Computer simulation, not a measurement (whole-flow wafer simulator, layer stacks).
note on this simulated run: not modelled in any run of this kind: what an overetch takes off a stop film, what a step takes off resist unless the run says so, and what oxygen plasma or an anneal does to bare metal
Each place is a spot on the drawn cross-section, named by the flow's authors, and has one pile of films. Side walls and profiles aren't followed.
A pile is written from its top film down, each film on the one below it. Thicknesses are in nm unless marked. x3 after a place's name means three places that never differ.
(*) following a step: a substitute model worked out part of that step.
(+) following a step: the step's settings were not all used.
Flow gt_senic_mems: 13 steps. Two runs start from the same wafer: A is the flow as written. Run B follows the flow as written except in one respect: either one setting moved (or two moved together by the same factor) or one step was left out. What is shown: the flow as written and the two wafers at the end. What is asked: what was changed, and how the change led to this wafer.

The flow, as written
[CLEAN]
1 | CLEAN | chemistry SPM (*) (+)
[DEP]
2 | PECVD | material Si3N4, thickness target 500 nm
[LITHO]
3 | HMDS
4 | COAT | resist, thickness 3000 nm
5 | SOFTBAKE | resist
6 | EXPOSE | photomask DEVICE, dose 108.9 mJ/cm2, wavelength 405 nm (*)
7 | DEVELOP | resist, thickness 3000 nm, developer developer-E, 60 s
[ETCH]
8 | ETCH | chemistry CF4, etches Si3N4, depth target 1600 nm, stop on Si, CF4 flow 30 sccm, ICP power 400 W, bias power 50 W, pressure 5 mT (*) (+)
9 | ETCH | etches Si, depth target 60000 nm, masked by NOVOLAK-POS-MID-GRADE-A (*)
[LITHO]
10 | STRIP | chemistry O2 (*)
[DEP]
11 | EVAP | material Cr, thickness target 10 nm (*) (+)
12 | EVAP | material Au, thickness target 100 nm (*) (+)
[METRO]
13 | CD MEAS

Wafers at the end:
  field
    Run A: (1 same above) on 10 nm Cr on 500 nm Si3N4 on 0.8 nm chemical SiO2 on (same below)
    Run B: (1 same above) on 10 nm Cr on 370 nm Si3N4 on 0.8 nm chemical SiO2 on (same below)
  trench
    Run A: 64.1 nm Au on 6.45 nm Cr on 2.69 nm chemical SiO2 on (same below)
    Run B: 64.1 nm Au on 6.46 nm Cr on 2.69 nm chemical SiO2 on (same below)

Cause: step 2, PECVD: thickness target 370 nm was run, though the flow has thickness target 500 nm.
The wafer lets one read it off: field has Si3N4 370, and step 2 as written asks for 500 nm.

Step by step, how the change led to this:
  2 | PECVD | material Si3N4, thickness target 500 nm
      field, trench: A Si3N4 gains 500 (new film) | B Si3N4 gains 370 (new film)
  8 | ETCH | chemistry CF4, etches Si3N4, depth target 1600 nm, stop on Si, CF4 flow 30 sccm, ICP power 400 W, bias power 50 W, pressure 5 mT (*) (+)
      field: A resist loses 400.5 | B resist loses 313.9
      trench: A Si3N4 loses 500 (all of it), chemical SiO2 loses 0.8 (all of it) | B Si3N4 loses 370 (all of it), chemical SiO2 loses 0.8 (all of it)
  10 | STRIP | chemistry O2 (*)
      field: A resist loses 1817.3 (all of it) | B resist loses 1904 (all of it)
